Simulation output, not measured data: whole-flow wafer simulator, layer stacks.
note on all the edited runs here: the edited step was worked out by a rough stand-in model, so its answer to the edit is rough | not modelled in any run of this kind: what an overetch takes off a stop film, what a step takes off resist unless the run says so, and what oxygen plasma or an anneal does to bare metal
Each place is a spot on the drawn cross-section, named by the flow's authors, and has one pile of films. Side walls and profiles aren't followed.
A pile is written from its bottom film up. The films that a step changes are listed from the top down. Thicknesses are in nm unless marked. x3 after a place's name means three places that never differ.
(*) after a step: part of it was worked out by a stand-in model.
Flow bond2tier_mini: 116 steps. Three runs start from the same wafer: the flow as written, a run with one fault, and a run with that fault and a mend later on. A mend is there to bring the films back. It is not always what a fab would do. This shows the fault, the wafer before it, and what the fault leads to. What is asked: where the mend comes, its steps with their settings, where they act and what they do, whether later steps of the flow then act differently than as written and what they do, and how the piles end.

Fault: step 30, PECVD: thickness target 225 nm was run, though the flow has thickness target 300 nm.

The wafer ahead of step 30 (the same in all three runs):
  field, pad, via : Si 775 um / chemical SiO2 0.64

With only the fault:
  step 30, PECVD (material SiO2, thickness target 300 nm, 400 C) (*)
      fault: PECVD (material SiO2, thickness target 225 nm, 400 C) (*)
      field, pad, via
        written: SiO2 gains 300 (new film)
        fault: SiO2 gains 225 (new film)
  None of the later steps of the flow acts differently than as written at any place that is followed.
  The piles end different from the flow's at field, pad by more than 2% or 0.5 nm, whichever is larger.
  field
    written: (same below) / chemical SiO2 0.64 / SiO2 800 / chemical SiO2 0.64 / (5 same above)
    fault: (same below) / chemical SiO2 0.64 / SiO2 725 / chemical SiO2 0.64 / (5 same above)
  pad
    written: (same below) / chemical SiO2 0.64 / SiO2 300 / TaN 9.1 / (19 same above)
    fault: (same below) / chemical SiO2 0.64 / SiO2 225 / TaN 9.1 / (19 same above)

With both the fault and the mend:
  The mend follows step 30.
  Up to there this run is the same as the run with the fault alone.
  step 30a, PECVD (material SiO2, thickness target 75 nm, 400 C) (the flow's step 30, run once more with other settings)
      field, pad, via
        SiO2 gains 75
  None of the later steps of the flow acts differently than as written at any place that is followed.
  At every place that both follow, the piles at the end match the flow's.
